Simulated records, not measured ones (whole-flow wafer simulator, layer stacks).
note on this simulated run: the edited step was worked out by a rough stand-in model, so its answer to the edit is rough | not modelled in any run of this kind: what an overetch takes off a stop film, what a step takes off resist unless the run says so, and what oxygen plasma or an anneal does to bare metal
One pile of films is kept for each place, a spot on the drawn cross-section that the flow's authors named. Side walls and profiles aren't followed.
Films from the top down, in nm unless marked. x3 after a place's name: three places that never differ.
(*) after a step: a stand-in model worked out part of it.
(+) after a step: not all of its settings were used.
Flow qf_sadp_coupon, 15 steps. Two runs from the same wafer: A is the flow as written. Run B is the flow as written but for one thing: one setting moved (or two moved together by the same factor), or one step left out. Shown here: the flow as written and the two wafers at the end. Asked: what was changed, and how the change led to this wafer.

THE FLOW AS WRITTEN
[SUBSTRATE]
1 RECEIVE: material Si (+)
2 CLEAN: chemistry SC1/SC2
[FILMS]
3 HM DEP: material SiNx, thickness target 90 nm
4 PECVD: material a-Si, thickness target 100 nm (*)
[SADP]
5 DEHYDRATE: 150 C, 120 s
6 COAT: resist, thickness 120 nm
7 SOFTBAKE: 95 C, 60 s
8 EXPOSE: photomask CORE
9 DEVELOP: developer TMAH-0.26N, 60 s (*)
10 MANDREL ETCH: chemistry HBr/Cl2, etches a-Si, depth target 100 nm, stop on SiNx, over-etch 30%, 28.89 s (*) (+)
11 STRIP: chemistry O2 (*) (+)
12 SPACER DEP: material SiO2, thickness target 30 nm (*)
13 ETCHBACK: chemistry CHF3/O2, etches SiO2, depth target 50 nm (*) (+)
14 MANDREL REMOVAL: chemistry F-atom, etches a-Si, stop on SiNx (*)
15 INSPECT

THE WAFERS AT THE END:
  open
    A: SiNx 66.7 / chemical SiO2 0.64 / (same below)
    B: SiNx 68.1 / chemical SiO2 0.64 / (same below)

The cause: step 4, PECVD: thickness target 110 nm was run, where the flow has thickness target 100 nm.

How the change led to this, step by step:
  4 PECVD: material a-Si, thickness target 100 nm (*)
      m, open: A a-Si +100 (new film) | B a-Si +110 (new film)
  10 MANDREL ETCH: chemistry HBr/Cl2, etches a-Si, depth target 100 nm, stop on SiNx, over-etch 30%, 28.89 s (*) (+)
      open: A a-Si -100 (all of it), SiNx -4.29 | B a-Si -110 (all of it), SiNx -2.86
  14 MANDREL REMOVAL: chemistry F-atom, etches a-Si, stop on SiNx (*)
      m: A a-Si -95.8 (all of it) | B a-Si -105.8 (all of it)
